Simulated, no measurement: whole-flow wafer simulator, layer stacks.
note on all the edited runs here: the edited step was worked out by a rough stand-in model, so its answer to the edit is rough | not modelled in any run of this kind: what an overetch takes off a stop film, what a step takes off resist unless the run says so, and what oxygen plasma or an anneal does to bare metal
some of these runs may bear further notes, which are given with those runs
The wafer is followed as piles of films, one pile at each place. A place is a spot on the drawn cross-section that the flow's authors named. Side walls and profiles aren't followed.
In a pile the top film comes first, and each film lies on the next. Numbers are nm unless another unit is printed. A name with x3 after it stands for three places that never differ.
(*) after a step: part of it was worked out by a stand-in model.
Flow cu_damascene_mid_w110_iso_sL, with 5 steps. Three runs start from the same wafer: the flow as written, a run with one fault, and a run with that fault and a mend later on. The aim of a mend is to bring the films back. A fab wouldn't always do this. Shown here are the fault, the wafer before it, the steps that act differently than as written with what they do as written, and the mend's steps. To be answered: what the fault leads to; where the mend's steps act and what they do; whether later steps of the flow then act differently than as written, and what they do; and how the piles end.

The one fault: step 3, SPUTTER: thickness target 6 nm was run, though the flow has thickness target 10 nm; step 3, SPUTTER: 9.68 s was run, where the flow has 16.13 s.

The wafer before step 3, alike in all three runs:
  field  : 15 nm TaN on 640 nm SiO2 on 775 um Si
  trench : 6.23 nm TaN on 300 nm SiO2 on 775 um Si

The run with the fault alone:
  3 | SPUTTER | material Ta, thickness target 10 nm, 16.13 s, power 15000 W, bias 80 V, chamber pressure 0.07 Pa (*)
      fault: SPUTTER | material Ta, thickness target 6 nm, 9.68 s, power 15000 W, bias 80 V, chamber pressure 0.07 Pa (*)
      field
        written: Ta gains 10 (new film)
        fault: Ta gains 6 (new film)
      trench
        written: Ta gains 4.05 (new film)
        fault: Ta gains 2.43 (new film)
  Every later step of the flow that is run acts as written, at every place that is followed, to within 2% or 0.5 nm, whichever is larger.
  The piles end different from the flow's at field, trench by more than 2% or 0.5 nm, whichever is larger.
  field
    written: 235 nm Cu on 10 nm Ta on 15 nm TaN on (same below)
    fault: 235 nm Cu on 6 nm Ta on 15 nm TaN on (same below)
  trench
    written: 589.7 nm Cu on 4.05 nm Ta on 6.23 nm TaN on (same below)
    fault: 587.3 nm Cu on 2.43 nm Ta on 6.23 nm TaN on (same below)

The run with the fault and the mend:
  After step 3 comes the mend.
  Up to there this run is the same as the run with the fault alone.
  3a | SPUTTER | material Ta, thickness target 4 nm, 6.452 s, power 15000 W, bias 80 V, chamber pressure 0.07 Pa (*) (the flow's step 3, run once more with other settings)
      field
        Ta gains 4
      trench
        Ta gains 1.58
  Every later step of the flow that is run acts as written at every place that is followed.
  The piles end only slightly different from the flow's at the places that both follow, by no more than 2% or 0.5 nm, whichever is larger.
